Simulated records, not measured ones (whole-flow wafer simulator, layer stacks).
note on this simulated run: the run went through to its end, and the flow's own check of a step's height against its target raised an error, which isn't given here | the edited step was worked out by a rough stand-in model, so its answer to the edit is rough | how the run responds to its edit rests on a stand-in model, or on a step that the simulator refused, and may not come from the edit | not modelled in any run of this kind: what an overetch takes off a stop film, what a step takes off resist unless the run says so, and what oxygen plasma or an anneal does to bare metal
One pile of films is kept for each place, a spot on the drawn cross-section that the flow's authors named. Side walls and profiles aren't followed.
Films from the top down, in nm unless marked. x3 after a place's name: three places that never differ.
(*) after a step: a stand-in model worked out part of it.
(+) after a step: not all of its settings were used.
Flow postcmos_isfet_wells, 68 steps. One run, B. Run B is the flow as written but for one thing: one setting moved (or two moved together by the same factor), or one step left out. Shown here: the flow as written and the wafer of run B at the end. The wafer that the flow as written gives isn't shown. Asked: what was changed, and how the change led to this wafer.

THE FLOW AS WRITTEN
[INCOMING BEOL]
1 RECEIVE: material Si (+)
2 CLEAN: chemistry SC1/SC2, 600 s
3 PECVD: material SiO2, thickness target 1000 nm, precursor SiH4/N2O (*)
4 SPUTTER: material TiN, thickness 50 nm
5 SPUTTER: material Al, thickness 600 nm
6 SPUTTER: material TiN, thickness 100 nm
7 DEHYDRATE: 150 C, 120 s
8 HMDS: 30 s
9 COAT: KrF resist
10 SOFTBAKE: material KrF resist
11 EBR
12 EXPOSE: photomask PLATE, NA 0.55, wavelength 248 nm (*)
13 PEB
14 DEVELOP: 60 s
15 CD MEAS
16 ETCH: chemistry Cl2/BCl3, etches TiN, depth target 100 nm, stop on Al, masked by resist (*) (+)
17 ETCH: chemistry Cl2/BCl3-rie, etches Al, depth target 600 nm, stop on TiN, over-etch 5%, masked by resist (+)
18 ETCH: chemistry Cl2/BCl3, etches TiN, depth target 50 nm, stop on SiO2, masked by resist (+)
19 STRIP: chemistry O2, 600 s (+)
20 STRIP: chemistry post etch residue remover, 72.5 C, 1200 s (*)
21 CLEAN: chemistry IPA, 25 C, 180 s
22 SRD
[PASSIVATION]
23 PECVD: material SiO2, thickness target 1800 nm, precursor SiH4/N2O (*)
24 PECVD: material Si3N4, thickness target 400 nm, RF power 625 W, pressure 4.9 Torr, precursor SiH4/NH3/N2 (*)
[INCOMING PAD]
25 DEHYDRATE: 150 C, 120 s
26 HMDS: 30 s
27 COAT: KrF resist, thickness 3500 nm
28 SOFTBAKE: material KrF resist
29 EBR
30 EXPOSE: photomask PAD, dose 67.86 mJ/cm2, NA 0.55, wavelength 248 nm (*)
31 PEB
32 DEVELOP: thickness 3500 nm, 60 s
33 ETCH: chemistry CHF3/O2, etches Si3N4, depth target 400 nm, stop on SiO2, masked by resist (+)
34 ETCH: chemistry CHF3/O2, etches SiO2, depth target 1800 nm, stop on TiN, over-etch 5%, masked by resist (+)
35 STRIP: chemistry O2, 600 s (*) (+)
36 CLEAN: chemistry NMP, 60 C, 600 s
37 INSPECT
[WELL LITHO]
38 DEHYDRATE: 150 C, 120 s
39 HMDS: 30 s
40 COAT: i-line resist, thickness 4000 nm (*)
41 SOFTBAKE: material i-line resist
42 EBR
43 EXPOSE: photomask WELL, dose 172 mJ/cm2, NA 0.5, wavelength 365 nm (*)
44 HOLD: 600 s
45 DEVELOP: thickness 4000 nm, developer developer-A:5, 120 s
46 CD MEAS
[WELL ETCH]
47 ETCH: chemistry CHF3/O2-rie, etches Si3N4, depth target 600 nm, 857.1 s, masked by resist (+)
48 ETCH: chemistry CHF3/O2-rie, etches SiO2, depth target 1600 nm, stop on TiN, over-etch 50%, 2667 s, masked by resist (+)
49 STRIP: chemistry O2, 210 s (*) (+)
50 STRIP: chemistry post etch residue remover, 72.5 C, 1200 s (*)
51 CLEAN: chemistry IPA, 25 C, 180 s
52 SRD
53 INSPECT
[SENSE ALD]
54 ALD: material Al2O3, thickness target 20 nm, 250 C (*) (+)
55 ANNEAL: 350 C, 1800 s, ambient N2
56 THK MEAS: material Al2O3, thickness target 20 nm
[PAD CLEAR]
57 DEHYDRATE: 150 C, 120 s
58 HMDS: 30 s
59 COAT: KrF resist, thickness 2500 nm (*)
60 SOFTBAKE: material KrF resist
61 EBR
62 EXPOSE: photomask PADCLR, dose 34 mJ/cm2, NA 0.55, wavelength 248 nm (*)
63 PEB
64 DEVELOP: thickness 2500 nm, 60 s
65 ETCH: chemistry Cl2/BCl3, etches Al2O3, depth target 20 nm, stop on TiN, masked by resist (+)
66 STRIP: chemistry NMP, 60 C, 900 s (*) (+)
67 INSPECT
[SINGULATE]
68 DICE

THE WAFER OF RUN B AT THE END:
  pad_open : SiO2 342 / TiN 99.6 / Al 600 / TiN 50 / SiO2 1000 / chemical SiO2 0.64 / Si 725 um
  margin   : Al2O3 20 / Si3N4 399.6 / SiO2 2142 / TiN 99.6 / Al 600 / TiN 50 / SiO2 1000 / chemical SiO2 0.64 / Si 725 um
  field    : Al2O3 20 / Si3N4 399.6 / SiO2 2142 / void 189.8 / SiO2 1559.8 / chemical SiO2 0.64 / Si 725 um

The cause: step 23, PECVD: thickness target 2142 nm was run, where the flow has thickness target 1800 nm.
It can be read off the wafer: margin has SiO2 2142, and step 23 as written asks for 1800 nm.

How the change led to this, step by step:
  23 PECVD: material SiO2, thickness target 1800 nm, precursor SiH4/N2O (*)
      margin, well900, well1300 x3, pad_rim, pad_clr, pad_open: SiO2 +2142 (new film) (as written it would be: SiO2 +1800 (new film))
      field: SiO2 +2142 (new film), void +189.8 (new film), SiO2 +559.8 (as written it would be: SiO2 +1800 (new film), void +189.9 (new film), SiO2 +559.7)
  34 ETCH: chemistry CHF3/O2, etches SiO2, depth target 1800 nm, stop on TiN, over-etch 5%, masked by resist (+)
      pad_open: SiO2 -1800 (as written it would be: SiO2 -1800 (all of it))
  48 ETCH: chemistry CHF3/O2-rie, etches SiO2, depth target 1600 nm, stop on TiN, over-etch 50%, 2667 s, masked by resist (+)
      well900, well1300 x3: SiO2 -1942 (all of it) (as written it would be: SiO2 -1600 (all of it))
  59 COAT: KrF resist, thickness 2500 nm (*)
      field: KrF resist +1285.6 (new film) (as written it would be: KrF resist +1449 (new film))
      margin: KrF resist +1285.5 (new film) (as written it would be: KrF resist +1448.9 (new film))
  63 PEB
      field, margin: KrF resist -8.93 (as written it would be: KrF resist -10.1)
  66 STRIP: chemistry NMP, 60 C, 900 s (*) (+)
      field: KrF resist -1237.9 (all of it) (as written it would be: KrF resist -1400.1 (all of it))
      margin: KrF resist -1237.8 (all of it) (as written it would be: KrF resist -1400.1 (all of it))
